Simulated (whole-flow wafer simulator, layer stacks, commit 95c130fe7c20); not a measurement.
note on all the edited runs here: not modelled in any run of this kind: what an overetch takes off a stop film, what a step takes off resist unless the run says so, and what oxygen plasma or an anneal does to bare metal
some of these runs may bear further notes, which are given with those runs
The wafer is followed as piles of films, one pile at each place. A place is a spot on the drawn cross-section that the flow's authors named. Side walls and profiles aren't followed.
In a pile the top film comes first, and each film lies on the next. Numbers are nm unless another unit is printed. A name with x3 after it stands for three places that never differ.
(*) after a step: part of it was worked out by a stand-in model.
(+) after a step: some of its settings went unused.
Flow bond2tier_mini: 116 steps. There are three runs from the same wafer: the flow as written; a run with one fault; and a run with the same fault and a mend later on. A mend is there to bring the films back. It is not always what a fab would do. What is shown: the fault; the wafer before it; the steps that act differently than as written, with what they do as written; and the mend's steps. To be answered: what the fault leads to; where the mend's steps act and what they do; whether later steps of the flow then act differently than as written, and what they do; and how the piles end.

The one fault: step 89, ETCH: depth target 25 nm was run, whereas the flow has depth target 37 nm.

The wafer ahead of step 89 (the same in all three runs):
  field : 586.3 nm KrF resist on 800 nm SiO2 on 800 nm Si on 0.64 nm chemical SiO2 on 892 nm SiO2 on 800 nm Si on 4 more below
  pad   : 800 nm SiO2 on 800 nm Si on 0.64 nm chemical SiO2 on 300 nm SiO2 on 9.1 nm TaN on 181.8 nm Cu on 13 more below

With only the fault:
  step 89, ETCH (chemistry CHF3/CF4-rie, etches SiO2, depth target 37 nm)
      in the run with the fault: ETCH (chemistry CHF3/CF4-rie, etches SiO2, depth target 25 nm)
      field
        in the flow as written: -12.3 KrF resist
        in the run with the fault: -8.33 KrF resist
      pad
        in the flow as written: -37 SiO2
        in the run with the fault: -25 SiO2
  Later steps of the flow that are run all act as written at every place that is followed, up to a difference of at most 2% or 0.5 nm, whichever is larger.
  By the end, the piles at pad depart from the flow's by more than 2% or 0.5 nm, whichever is larger.
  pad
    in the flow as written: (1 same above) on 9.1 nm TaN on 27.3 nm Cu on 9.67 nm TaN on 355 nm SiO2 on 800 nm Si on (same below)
    in the run with the fault: (1 same above) on 9.1 nm TaN on 15.2 nm Cu on 9.78 nm TaN on 367 nm SiO2 on 800 nm Si on (same below)

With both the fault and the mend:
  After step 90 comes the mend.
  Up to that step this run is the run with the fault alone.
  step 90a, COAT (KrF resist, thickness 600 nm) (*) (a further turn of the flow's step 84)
      field
        +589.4 KrF resist (new film)
      pad
        +611.1 KrF resist (new film)
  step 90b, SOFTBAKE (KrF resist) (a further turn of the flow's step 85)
      alters no film at any place that is followed
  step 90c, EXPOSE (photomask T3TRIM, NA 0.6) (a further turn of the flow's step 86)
      alters no film at any place that is followed
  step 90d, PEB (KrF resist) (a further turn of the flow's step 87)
      alters no film at any place that is followed
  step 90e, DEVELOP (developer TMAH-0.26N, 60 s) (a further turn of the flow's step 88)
      field
        -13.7 KrF resist
      pad
        -611.1 KrF resist (all of it)
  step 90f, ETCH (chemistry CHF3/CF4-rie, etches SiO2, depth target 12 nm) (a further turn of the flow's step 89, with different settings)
      field
        -4 KrF resist
      pad
        -12 SiO2
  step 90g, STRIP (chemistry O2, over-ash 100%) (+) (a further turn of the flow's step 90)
      field
        -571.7 KrF resist (all of it)
  Later steps of the flow that are run all act as written at every place that is followed.
  The piles end the same as the flow's at every place that both follow.
